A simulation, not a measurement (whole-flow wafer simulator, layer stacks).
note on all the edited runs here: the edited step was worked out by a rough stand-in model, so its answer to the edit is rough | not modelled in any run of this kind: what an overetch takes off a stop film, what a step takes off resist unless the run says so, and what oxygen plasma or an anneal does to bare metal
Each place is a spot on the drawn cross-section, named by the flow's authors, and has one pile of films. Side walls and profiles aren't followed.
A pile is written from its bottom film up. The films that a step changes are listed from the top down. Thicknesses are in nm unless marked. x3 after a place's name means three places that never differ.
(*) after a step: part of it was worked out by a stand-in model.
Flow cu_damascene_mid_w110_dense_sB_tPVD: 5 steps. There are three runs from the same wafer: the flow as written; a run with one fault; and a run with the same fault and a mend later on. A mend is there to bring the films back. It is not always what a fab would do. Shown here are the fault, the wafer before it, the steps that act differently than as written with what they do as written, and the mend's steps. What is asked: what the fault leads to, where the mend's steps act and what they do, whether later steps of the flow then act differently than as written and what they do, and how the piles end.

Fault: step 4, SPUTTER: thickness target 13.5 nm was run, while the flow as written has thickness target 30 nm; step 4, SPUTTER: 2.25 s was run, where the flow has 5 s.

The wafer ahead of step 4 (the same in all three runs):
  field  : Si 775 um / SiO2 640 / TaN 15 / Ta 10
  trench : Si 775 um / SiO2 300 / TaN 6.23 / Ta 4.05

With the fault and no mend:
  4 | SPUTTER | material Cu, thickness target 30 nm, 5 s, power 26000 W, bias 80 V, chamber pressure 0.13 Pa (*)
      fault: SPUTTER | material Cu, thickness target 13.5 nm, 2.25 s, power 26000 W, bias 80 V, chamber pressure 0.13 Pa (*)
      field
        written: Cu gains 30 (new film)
        fault: Cu gains 13.5 (new film)
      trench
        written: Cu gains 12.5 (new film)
        fault: Cu gains 5.62 (new film)
  Later steps of the flow acting differently than as written:
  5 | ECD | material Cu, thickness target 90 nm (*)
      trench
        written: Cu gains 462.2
        fault: Cu gains 452.6
  At field, trench, the piles at the end differ from the flow's by more than 2% or 0.5 nm, whichever is larger.
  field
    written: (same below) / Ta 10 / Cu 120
    fault: (same below) / Ta 10 / Cu 103.5
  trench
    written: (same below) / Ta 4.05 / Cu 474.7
    fault: (same below) / Ta 4.05 / Cu 458.2

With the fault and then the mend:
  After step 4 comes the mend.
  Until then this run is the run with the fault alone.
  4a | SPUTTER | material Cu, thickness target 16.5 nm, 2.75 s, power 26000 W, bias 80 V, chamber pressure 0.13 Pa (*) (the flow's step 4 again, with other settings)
      field
        Cu gains 16.5
      trench
        Cu gains 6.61
  Every later step of the flow that is run acts as written, at every place that is followed, to within 2% or 0.5 nm, whichever is larger.
  At every place that both follow, the piles at the end match the flow's.
